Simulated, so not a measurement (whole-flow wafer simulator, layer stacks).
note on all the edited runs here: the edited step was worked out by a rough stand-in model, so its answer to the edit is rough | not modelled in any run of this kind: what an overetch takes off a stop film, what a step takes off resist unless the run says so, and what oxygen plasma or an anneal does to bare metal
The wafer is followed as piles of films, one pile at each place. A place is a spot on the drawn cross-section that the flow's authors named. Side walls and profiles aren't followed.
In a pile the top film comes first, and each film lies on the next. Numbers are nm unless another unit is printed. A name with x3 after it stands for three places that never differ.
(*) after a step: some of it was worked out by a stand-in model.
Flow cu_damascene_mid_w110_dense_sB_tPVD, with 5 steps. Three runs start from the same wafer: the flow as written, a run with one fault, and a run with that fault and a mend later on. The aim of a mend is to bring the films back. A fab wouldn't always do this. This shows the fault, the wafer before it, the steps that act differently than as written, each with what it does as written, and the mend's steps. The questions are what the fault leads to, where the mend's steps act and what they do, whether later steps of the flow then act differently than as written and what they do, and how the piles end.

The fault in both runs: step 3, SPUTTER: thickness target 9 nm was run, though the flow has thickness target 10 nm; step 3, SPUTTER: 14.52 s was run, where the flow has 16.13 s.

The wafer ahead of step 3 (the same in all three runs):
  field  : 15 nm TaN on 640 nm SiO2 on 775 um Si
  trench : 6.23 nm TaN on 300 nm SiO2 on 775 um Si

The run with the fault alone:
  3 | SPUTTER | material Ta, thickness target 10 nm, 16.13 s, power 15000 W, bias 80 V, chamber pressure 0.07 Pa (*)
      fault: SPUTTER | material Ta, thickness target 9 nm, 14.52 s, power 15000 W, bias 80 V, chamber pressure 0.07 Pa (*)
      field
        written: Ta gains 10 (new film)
        fault: Ta gains 9 (new film)
  Later steps of the flow that are run all act as written at every place that is followed, up to a difference of at most 2% or 0.5 nm, whichever is larger.
  At field, the piles at the end differ from the flow's by more than 2% or 0.5 nm, whichever is larger.
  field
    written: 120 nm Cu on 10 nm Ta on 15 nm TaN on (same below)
    fault: 120 nm Cu on 9 nm Ta on 15 nm TaN on (same below)

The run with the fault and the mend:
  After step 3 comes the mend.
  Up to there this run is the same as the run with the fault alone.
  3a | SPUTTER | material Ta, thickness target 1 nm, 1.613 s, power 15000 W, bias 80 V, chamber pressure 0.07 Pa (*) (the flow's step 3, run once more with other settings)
      field
        Ta gains 1
      trench
        Ta gains 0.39
  Later steps of the flow that are run all act as written at every place that is followed, up to a difference of at most 2% or 0.5 nm, whichever is larger.
  The piles end only slightly different from the flow's at the places that both follow, by no more than 2% or 0.5 nm, whichever is larger.
